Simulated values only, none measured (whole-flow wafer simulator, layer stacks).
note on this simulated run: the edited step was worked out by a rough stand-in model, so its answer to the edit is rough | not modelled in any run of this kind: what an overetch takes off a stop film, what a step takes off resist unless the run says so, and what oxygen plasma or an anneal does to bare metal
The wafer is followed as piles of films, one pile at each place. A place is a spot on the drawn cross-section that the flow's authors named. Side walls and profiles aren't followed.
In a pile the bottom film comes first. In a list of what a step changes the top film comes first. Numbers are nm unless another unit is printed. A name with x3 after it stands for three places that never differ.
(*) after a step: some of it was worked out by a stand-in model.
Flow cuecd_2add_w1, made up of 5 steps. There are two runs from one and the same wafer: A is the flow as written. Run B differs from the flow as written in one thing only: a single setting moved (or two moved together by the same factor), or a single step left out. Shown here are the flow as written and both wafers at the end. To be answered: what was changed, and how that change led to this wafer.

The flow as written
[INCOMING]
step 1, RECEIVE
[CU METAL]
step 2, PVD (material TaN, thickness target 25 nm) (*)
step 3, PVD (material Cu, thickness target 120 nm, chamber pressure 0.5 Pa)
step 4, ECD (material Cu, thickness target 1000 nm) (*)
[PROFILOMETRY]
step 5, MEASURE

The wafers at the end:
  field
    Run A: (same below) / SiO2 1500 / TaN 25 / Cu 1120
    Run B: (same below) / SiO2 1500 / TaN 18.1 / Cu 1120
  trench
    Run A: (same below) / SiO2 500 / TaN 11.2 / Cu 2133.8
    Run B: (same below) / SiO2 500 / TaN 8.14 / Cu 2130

What caused this: step 2, PVD: thickness target 18.1 nm was run, whereas the flow has thickness target 25 nm.
The wafer itself shows it: field has TaN 18.1, and step 2 as written asks for 25 nm.

The path from the change to this, step by step:
  step 2, PVD (material TaN, thickness target 25 nm) (*)
      field: A TaN gains 25 (new film) | B TaN gains 18.1 (new film)
      trench: A TaN gains 11.2 (new film) | B TaN gains 8.14 (new film)
